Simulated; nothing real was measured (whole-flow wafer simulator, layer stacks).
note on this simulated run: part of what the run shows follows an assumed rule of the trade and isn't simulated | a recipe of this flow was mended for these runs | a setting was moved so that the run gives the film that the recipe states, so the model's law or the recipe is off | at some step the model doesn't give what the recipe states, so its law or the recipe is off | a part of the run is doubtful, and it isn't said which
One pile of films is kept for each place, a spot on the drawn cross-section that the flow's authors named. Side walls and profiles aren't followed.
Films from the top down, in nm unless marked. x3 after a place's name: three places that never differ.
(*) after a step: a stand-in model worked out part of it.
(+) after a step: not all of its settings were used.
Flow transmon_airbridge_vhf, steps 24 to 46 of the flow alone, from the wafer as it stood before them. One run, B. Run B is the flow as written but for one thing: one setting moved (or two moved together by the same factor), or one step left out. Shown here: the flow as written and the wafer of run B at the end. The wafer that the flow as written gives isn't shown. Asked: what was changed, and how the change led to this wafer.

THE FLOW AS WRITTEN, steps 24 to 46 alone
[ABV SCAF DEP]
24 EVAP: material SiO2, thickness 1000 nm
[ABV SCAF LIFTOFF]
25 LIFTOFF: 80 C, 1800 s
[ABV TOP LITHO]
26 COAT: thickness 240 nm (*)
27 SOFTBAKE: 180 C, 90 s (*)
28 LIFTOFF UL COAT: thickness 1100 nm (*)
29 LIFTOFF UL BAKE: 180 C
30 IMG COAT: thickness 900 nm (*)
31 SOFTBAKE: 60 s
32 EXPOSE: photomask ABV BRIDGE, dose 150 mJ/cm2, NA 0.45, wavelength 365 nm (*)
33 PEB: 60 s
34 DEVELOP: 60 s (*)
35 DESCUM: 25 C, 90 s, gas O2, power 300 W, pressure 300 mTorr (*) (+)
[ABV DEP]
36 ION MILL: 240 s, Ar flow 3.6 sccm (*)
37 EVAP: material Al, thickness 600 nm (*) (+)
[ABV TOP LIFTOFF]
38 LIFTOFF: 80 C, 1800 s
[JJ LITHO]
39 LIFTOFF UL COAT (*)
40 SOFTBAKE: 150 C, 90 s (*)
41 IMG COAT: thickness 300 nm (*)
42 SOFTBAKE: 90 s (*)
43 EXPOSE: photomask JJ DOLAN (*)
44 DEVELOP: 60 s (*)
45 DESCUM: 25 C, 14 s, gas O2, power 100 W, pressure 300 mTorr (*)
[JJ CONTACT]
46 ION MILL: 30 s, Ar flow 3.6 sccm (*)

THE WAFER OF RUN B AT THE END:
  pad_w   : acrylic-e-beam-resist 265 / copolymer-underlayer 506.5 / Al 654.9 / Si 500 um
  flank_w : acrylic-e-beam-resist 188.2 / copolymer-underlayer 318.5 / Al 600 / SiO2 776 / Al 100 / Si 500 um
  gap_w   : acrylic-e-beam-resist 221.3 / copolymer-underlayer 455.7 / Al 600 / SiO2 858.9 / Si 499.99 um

The cause: step 24, EVAP: thickness 880 nm was run, where the flow has thickness 1000 nm; step 36, ION MILL: 211 s was run, where the flow has 240 s.

How the change led to this, step by step:
  24 EVAP: material SiO2, thickness 1000 nm
      field x3, jj_line, ground_far and 10 more: SiO2 +880 (new film) (as written it would be: SiO2 +1000 (new film))
      flank_w, flank_e: SiO2 +797.1 (new film) (as written it would be: SiO2 +905.8 (new film))
  25 LIFTOFF: 80 C, 1800 s
      field x3, jj_line, trace_open_s x2: SiO2 -880 (all of it), i-line-resist -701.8 (all of it), lift-off-underlayer -1100 (all of it), acrylic-e-beam-resist -240 (all of it) (as written it would be: SiO2 -1000 (all of it), i-line-resist -701.8 (all of it), lift-off-underlayer -1100 (all of it), acrylic-e-beam-resist -240 (all of it))
      pad_w, pad_e: SiO2 -880 (all of it), i-line-resist -696.3 (all of it), lift-off-underlayer -1089.9 (all of it), acrylic-e-beam-resist -239.3 (all of it) (as written it would be: SiO2 -1000 (all of it), i-line-resist -696.3 (all of it), lift-off-underlayer -1089.9 (all of it), acrylic-e-beam-resist -239.3 (all of it))
      (and at 1 more place)
  26 COAT: thickness 240 nm (*)
      flank_w, flank_e: acrylic-e-beam-resist +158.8 (new film) (as written it would be: acrylic-e-beam-resist +155.2 (new film))
      gap_w, gap_e: acrylic-e-beam-resist +216.5 (new film) (as written it would be: acrylic-e-beam-resist +211.2 (new film))
      (and at 4 more places)
  28 LIFTOFF UL COAT: thickness 1100 nm (*)
      margin_s, margin_n: lift-off-underlayer +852 (new film) (as written it would be: lift-off-underlayer +823.4 (new film))
      flank_w: lift-off-underlayer +860.5 (new film) (as written it would be: lift-off-underlayer +832.3 (new film))
      (and at 2 more places)
  30 IMG COAT: thickness 900 nm (*)
      gap_w, gap_e: i-line-resist +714 (new film) (as written it would be: i-line-resist +685.3 (new film))
      margin_s, margin_n: i-line-resist +641.3 (new film) (as written it would be: i-line-resist +603.2 (new film))
      (and at 4 more places)
  33 PEB: 60 s
      flank_w, flank_e: i-line-resist -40 (as written it would be: i-line-resist -38.8)
      gap_w, gap_e: i-line-resist -36.6 (as written it would be: i-line-resist -35)
      (and at 4 more places)
  34 DEVELOP: 60 s (*)
      gap_w, gap_e: i-line-resist -677.4 (all of it), lift-off-underlayer -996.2 (all of it) (as written it would be: i-line-resist -650.2 (all of it), lift-off-underlayer -979.6 (all of it))
      flank_w: i-line-resist -737.7 (all of it), lift-off-underlayer -860.5 (all of it) (as written it would be: i-line-resist -716.4 (all of it), lift-off-underlayer -832.3 (all of it))
      (and at 3 more places)
  35 DESCUM: 25 C, 90 s, gas O2, power 300 W, pressure 300 mTorr (*) (+)
      flank_w, flank_e: acrylic-e-beam-resist -158.8 (all of it) (as written it would be: acrylic-e-beam-resist -155.2 (all of it))
      gap_w, gap_e: acrylic-e-beam-resist -216.5 (all of it) (as written it would be: acrylic-e-beam-resist -211.2 (all of it))
      (and at 2 more places)
  36 ION MILL: 240 s, Ar flow 3.6 sccm (*)
      field x3, jj_line, ground_far, trace_open_s x2, margin_s, margin_n: i-line-resist -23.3 (as written it would be: i-line-resist -26.5)
      flank_w, gap_w, cpw_trace, gap_e, flank_e, bridge_strip: SiO2 -21.1 (as written it would be: SiO2 -24)
      (and at 2 more places)
  38 LIFTOFF: 80 C, 1800 s
      margin_s, margin_n: Al -600 (all of it), i-line-resist -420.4 (all of it), lift-off-underlayer -852 (all of it), acrylic-e-beam-resist -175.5 (all of it) (as written it would be: Al -600 (all of it), i-line-resist -378.2 (all of it), lift-off-underlayer -823.4 (all of it), acrylic-e-beam-resist -168.6 (all of it))
  39 LIFTOFF UL COAT (*)
      flank_w, flank_e: copolymer-underlayer +318.5 (new film) (as written it would be: copolymer-underlayer +308 (new film))
      margin_s, margin_n: copolymer-underlayer +455.6 (new film) (as written it would be: copolymer-underlayer +446.3 (new film))
  41 IMG COAT: thickness 300 nm (*)
      margin_s, margin_n: acrylic-e-beam-resist +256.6 (new film) (as written it would be: acrylic-e-beam-resist +249.2 (new film))
      bridge_strip: acrylic-e-beam-resist +202.1 (new film) (as written it would be: acrylic-e-beam-resist +196.8 (new film))
